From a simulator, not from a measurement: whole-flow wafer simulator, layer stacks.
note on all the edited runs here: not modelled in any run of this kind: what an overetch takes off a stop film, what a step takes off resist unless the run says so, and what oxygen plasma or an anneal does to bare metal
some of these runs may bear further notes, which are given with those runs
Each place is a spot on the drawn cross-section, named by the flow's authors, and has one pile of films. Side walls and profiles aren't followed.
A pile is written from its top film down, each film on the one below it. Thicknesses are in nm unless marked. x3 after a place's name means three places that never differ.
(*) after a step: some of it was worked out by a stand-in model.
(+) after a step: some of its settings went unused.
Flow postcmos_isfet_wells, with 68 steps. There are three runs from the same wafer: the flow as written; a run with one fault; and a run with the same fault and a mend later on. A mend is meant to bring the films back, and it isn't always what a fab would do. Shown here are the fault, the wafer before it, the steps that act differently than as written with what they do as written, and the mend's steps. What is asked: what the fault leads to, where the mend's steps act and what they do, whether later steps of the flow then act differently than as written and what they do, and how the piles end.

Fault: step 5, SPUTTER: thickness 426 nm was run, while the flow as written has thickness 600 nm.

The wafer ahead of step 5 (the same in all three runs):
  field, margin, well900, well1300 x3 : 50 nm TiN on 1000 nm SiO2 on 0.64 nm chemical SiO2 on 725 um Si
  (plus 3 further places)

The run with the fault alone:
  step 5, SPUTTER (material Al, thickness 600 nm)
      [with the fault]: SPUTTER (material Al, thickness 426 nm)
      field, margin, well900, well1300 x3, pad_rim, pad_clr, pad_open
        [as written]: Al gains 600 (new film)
        [with the fault]: Al gains 426 (new film)
  Steps later in the flow that act otherwise than as written:
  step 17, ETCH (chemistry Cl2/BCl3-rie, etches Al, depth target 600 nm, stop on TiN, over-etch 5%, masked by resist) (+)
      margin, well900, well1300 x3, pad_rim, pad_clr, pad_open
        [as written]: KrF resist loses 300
        [with the fault]: KrF resist loses 223.6
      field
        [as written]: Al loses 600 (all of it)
        [with the fault]: Al loses 426 (all of it)
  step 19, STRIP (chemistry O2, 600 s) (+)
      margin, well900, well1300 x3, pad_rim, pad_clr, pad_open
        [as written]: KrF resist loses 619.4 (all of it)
        [with the fault]: KrF resist loses 695.7 (all of it)
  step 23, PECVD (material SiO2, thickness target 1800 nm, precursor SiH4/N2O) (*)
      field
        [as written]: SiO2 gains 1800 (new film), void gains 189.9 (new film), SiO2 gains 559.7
        [with the fault]: SiO2 gains 2375.6
  By the end, the piles at field, margin, well900, well1300 x3, pad_rim, pad_clr, pad_open depart from the flow's by more than 2% or 0.5 nm, whichever is larger.
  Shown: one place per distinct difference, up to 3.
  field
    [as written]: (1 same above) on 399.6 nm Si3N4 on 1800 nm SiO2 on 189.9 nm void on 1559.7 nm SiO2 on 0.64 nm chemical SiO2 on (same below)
    [with the fault]: (1 same above) on 399.6 nm Si3N4 on 3375.6 nm SiO2 on 0.64 nm chemical SiO2 on (same below)
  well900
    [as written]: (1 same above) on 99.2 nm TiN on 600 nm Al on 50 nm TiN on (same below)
    [with the fault]: (1 same above) on 99.2 nm TiN on 426 nm Al on 50 nm TiN on (same below)
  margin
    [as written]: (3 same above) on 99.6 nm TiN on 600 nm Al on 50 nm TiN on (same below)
    [with the fault]: (3 same above) on 99.6 nm TiN on 426 nm Al on 50 nm TiN on (same below)

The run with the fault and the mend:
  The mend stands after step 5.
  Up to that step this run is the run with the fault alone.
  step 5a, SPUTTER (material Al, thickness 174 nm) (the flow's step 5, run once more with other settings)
      field, margin, well900, well1300 x3, pad_rim, pad_clr, pad_open
        Al gains 174
  None of the later steps of the flow acts differently than as written at any place that is followed.
  By the end, the piles equal the flow's at every place that both follow.
